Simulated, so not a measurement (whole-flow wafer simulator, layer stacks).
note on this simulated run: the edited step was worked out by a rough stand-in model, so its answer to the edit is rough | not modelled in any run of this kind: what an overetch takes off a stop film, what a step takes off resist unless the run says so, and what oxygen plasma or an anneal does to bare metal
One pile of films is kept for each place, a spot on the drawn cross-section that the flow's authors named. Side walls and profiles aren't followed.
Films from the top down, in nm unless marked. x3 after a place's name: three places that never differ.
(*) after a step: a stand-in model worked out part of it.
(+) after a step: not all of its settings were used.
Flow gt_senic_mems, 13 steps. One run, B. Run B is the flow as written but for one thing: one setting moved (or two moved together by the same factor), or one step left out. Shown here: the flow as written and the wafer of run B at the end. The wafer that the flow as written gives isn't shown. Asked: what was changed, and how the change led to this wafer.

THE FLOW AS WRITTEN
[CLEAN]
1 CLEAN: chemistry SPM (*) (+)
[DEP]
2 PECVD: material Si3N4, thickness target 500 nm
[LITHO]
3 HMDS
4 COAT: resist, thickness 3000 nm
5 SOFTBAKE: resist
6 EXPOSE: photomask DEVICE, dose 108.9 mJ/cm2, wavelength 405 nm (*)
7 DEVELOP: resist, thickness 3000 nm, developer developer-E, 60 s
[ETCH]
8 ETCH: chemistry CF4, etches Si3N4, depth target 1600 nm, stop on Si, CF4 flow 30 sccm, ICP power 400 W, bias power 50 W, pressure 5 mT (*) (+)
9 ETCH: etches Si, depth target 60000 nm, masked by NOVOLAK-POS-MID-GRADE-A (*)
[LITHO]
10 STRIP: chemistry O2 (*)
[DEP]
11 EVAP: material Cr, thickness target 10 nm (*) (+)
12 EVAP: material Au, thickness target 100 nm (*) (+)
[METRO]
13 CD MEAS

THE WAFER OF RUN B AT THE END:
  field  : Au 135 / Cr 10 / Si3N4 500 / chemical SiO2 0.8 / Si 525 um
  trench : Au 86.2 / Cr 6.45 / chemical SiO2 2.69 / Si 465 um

The cause: step 12, EVAP: thickness target 135 nm was run, where the flow has thickness target 100 nm.
It can be read off the wafer: field has Au 135, and step 12 as written asks for 100 nm.

How the change led to this, step by step:
  12 EVAP: material Au, thickness target 100 nm (*) (+)
      field: Au +135 (new film) (as written it would be: Au +100 (new film))
      trench: Au +86.2 (new film) (as written it would be: Au +64.1 (new film))
